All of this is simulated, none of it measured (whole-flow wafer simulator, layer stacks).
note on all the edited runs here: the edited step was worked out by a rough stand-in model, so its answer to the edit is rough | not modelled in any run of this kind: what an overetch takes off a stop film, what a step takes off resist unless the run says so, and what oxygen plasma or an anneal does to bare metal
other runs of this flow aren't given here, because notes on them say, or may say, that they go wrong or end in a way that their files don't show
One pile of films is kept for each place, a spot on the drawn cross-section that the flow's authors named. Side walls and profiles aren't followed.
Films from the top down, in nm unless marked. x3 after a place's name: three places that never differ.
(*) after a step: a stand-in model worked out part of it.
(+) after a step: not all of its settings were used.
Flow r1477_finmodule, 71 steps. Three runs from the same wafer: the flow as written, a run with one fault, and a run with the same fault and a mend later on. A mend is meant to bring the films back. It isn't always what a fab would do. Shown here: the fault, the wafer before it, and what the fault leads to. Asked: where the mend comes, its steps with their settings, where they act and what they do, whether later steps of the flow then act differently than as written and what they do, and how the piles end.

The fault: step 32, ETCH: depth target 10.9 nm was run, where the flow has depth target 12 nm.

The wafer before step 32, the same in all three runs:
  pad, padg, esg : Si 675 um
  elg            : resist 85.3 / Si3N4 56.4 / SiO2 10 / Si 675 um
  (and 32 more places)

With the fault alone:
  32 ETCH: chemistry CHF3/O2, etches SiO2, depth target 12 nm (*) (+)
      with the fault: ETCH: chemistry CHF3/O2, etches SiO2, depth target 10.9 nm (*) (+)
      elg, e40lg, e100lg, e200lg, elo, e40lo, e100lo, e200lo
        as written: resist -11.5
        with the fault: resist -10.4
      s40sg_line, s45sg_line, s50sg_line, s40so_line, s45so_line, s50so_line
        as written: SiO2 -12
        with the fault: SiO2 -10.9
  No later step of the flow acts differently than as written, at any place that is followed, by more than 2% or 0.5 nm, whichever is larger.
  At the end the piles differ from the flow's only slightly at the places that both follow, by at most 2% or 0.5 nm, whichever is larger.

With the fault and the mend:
  The mend comes after step 32.
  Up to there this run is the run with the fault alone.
  32a ETCH: chemistry CHF3/O2, etches SiO2, depth target 1.104 nm (*) (the flow's step 32 once more, with other settings)
      pad, padg, e40sg and 11 more
        Si -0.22
      elg, e40lg, e100lg, e200lg, elo, e40lo, e100lo, e200lo
        resist -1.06
      s40sg_line, s45sg_line, s50sg_line, s40so_line, s45so_line, s50so_line
        SiO2 -1.1
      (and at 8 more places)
  No later step of the flow acts differently than as written, at any place that is followed, by more than 2% or 0.5 nm, whichever is larger.
  At the end the piles differ from the flow's only slightly at the places that both follow, by at most 2% or 0.5 nm, whichever is larger.
